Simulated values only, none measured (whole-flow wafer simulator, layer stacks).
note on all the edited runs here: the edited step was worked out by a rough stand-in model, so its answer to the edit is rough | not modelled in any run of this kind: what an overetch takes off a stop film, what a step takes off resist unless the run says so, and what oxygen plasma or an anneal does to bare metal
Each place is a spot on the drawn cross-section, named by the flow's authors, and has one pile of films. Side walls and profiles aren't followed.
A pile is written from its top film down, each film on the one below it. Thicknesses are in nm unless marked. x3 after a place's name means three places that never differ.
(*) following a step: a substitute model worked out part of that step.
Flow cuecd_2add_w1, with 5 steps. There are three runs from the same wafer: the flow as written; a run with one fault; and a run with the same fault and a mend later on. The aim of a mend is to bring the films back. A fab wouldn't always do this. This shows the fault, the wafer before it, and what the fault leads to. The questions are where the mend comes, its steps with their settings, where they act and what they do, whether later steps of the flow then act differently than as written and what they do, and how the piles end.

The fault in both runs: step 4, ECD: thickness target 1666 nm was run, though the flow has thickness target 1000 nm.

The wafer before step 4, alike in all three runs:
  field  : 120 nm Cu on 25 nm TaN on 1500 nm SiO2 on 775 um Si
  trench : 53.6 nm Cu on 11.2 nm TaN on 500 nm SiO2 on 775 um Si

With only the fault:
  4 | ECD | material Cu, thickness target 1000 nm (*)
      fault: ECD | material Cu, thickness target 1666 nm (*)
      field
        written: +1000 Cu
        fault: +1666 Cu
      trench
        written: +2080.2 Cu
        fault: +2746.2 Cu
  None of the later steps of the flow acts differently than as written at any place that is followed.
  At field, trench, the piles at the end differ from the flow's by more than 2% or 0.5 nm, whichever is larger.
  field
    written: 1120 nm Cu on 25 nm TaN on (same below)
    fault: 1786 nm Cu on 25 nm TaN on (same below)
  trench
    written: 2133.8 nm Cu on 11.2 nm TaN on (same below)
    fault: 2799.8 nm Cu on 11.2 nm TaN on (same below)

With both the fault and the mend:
  The mend stands after step 5.
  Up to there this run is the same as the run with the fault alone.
  5a | ETCH | chemistry cu recess dil, depth target 666 nm
      field, trench
        -666 Cu
  None of the later steps of the flow acts differently than as written at any place that is followed.
  By the end, the piles equal the flow's at every place that both follow.
